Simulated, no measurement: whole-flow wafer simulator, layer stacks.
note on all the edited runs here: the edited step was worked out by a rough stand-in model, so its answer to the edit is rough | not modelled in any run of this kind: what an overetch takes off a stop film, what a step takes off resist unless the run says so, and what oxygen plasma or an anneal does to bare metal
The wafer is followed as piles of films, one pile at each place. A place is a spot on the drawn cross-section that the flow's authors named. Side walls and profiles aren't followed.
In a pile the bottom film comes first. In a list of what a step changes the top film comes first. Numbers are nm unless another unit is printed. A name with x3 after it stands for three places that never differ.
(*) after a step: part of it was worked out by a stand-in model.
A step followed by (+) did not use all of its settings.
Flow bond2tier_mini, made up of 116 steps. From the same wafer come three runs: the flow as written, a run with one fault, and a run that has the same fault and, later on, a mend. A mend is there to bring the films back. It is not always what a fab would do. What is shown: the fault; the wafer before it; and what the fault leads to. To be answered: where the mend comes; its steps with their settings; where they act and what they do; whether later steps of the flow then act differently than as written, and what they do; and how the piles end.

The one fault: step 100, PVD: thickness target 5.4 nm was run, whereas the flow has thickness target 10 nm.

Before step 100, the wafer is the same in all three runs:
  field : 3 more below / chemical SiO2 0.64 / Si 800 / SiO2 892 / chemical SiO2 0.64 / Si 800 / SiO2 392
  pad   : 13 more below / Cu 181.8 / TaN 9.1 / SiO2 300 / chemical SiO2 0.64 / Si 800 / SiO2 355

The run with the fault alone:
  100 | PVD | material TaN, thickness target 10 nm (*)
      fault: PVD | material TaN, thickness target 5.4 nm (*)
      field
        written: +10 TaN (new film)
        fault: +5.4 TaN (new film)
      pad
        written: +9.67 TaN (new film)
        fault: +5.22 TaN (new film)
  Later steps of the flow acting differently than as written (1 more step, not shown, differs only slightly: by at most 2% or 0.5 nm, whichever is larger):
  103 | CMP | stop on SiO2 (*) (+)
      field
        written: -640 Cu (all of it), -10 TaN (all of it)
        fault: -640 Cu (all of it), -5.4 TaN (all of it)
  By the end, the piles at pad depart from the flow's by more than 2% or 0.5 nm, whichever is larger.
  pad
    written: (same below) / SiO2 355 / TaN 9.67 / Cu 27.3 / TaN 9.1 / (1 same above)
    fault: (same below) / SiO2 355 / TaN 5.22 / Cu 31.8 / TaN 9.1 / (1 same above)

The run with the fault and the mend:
  The mend stands after step 100.
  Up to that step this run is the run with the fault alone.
  100a | PVD | material TaN, thickness target 4.6 nm (*) (the flow's step 100, run once more with other settings)
      field
        +4.6 TaN
      pad
        +4.44 TaN
  Every later step of the flow that is run acts as written at every place that is followed.
  The piles end only slightly different from the flow's at the places that both follow, by no more than 2% or 0.5 nm, whichever is larger.
